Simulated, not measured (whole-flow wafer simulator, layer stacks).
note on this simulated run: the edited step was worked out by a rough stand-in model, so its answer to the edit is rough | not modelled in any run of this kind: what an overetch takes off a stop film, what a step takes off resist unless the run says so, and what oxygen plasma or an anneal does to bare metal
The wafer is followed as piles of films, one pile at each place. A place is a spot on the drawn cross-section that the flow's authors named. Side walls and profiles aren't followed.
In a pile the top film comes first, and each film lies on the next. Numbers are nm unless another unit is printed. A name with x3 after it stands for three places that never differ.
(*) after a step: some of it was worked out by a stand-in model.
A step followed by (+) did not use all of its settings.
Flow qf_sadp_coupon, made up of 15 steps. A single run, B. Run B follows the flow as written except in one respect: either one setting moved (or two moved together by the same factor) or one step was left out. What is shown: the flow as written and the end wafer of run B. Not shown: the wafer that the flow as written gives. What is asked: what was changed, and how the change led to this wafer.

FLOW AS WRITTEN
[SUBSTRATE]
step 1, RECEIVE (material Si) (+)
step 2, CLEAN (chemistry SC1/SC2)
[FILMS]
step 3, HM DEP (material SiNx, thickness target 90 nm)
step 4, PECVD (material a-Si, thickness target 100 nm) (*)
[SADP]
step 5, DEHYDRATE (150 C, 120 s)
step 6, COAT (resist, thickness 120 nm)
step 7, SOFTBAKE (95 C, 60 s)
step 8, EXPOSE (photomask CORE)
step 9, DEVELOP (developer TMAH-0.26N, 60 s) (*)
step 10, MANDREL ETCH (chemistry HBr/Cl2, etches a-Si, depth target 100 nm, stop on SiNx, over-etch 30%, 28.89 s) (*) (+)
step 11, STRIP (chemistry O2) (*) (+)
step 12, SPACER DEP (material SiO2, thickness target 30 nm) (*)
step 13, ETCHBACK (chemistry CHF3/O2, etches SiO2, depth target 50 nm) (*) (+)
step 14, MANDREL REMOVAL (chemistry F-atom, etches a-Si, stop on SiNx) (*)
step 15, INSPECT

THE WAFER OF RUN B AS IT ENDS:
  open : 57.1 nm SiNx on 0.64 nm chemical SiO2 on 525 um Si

Cause: step 13, ETCHBACK: depth target 60 nm was run, though the flow has depth target 50 nm.

Step by step, how the change led to this:
  step 13, ETCHBACK (chemistry CHF3/O2, etches SiO2, depth target 50 nm) (*) (+)
      m: SiO2 loses 30 (all of it), chemical SiO2 loses 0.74 (all of it), a-Si loses 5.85 (as written it would have been: SiO2 loses 30 (all of it), chemical SiO2 loses 0.74 (all of it), a-Si loses 3.85)
      open: SiO2 loses 30 (all of it), SiNx loses 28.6 (as written it would have been: SiO2 loses 30 (all of it), SiNx loses 19)
  step 14, MANDREL REMOVAL (chemistry F-atom, etches a-Si, stop on SiNx) (*)
      m: a-Si loses 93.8 (all of it) (as written it would have been: a-Si loses 95.8 (all of it))
